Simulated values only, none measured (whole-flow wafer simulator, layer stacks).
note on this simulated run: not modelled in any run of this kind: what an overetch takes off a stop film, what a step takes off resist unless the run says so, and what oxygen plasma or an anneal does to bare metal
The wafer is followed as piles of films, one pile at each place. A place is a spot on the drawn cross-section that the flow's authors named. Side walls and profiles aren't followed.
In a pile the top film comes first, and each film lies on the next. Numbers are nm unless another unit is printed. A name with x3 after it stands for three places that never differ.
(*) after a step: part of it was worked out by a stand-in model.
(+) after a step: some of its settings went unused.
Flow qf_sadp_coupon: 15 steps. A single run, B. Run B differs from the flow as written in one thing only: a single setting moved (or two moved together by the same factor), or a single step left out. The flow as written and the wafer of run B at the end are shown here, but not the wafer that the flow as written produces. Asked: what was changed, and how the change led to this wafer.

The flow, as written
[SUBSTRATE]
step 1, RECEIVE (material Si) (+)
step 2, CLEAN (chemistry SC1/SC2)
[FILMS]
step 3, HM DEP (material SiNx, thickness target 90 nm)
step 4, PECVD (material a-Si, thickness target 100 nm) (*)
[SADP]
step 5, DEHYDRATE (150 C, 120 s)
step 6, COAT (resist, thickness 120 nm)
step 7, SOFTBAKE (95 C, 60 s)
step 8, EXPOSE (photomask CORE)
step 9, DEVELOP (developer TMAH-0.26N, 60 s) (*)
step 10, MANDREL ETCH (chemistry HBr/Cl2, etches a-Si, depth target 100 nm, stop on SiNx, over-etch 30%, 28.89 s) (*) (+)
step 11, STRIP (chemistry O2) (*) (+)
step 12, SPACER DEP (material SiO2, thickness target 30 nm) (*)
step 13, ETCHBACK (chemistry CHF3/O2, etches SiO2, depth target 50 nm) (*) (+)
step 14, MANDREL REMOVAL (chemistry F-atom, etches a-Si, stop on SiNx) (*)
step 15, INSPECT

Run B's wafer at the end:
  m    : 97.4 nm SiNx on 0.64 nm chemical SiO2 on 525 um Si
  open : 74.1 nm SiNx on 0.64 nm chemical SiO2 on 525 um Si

What caused this: step 3, HM DEP: thickness target 97.4 nm was run, though the flow has thickness target 90 nm.
The wafer lets one read it off: m has SiNx 97.4, and step 3 as written asks for 90 nm.

Step by step, how the change led to this:
  step 3, HM DEP (material SiNx, thickness target 90 nm)
      m, open: SiNx gains 97.4 (new film) (as written it would have been: SiNx gains 90 (new film))
